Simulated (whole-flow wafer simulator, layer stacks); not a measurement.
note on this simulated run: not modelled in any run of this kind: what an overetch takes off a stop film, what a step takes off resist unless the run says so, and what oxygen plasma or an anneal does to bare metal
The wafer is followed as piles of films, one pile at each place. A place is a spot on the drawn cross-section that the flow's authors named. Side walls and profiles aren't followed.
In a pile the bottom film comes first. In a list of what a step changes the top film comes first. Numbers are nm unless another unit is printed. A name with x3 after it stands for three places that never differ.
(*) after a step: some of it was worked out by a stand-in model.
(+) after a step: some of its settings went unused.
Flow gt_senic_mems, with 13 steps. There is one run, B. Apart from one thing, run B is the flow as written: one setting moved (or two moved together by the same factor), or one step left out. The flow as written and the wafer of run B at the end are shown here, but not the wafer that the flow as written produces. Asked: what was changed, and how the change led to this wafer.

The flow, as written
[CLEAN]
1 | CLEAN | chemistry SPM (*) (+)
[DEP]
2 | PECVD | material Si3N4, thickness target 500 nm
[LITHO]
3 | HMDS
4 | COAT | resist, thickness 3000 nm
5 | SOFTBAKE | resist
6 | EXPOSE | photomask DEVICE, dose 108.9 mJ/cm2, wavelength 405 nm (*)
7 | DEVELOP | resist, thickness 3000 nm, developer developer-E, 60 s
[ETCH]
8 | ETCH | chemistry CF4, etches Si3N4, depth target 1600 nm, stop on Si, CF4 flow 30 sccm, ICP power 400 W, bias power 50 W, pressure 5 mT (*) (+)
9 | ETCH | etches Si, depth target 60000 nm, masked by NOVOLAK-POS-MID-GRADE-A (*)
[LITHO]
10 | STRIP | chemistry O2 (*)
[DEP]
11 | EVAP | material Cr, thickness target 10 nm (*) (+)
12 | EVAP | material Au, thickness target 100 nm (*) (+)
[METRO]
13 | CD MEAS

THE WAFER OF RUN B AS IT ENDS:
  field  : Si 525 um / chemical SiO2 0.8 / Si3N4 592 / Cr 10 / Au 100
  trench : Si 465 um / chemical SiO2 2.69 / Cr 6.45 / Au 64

What caused this: step 2, PECVD: thickness target 592 nm was run, though the flow has thickness target 500 nm.
The wafer lets one read it off: field has Si3N4 592, and step 2 as written asks for 500 nm.

The path from the change to this, step by step:
  2 | PECVD | material Si3N4, thickness target 500 nm
      field, trench: +592 Si3N4 (new film) (as written it would have been: +500 Si3N4 (new film))
  8 | ETCH | chemistry CF4, etches Si3N4, depth target 1600 nm, stop on Si, CF4 flow 30 sccm, ICP power 400 W, bias power 50 W, pressure 5 mT (*) (+)
      field: -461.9 resist (as written it would have been: -400.5 resist)
      trench: -592 Si3N4 (all of it), -0.8 chemical SiO2 (all of it) (as written it would have been: -500 Si3N4 (all of it), -0.8 chemical SiO2 (all of it))
  10 | STRIP | chemistry O2 (*)
      field: -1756 resist (all of it) (as written it would have been: -1817.3 resist (all of it))
